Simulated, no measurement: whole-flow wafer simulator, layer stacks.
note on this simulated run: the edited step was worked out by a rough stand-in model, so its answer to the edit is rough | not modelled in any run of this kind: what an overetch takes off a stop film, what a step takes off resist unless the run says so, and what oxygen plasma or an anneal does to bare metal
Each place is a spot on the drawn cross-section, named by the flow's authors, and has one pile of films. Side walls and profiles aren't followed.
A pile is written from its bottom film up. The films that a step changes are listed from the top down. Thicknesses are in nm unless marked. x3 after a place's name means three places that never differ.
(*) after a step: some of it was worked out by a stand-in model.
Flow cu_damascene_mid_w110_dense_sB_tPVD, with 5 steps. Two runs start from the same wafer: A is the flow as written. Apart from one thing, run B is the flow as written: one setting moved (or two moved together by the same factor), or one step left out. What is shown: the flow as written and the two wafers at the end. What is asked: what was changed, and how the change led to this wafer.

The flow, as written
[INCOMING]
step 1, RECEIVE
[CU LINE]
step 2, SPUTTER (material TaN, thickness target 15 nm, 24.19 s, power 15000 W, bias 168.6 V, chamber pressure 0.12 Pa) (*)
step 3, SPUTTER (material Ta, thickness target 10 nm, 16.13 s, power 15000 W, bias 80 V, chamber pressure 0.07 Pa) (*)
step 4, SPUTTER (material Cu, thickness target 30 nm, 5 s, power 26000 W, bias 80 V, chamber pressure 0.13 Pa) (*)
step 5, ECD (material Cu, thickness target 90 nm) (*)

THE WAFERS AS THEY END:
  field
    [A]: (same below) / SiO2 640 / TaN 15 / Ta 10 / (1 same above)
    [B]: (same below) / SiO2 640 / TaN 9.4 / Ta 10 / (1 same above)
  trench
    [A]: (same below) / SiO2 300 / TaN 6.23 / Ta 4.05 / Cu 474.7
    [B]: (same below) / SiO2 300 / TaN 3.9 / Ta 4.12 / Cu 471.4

What caused this: step 2, SPUTTER: thickness target 9.4 nm was run, whereas the flow has thickness target 15 nm; step 2, SPUTTER: 15.12 s was run, where the flow has 24.19 s.
One can read it off the wafer: field has TaN 9.4, and step 2 as written asks for 15 nm.

The path from the change to this, step by step:
  step 2, SPUTTER (material TaN, thickness target 15 nm, 24.19 s, power 15000 W, bias 168.6 V, chamber pressure 0.12 Pa) (*)
      field: A TaN gains 15 (new film) | B TaN gains 9.4 (new film)
      trench: A TaN gains 6.23 (new film) | B TaN gains 3.9 (new film)
